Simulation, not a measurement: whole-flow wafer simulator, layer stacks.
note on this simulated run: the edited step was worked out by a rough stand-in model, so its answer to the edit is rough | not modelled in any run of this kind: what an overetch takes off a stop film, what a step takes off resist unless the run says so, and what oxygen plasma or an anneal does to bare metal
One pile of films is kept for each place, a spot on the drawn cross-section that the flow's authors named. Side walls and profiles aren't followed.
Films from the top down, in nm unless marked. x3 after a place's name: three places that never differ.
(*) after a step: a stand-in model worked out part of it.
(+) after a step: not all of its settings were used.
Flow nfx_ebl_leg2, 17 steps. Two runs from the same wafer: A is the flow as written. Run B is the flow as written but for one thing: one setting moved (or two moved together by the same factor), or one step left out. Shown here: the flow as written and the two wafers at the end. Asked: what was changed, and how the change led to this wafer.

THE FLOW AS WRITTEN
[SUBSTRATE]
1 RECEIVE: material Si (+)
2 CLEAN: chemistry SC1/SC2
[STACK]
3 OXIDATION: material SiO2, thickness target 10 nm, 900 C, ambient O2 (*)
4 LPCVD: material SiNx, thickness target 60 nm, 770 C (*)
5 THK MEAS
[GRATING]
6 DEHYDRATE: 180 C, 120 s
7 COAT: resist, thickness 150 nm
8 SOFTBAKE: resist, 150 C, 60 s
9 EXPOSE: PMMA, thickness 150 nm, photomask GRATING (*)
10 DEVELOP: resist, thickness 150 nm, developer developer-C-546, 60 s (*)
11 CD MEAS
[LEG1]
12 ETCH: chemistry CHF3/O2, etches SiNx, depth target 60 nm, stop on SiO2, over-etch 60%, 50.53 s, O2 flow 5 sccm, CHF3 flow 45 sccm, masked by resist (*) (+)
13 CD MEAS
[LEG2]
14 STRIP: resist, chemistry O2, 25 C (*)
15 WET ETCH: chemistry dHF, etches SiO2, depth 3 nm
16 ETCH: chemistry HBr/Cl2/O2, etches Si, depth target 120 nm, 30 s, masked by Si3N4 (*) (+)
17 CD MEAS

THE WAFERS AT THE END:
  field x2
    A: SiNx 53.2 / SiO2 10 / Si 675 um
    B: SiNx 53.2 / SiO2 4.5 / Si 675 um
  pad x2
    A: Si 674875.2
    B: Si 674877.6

The cause: step 3, OXIDATION: thickness target 4.5 nm was run, where the flow has thickness target 10 nm.
It can be read off the wafer: field x2 has SiO2 4.5, and step 3 as written asks for 10 nm.

How the change led to this, step by step:
  3 OXIDATION: material SiO2, thickness target 10 nm, 900 C, ambient O2 (*)
      field x2, pad x2: A SiO2 +10 (new film), chemical SiO2 -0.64 (all of it), Si -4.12 | B SiO2 +4.5 (new film), chemical SiO2 -0.64 (all of it), Si -1.7
  12 ETCH: chemistry CHF3/O2, etches SiNx, depth target 60 nm, stop on SiO2, over-etch 60%, 50.53 s, O2 flow 5 sccm, CHF3 flow 45 sccm, masked by resist (*) (+)
      pad x2: A SiNx -60 (all of it), SiO2 -10 (all of it) | B SiNx -60 (all of it), SiO2 -4.5 (all of it)
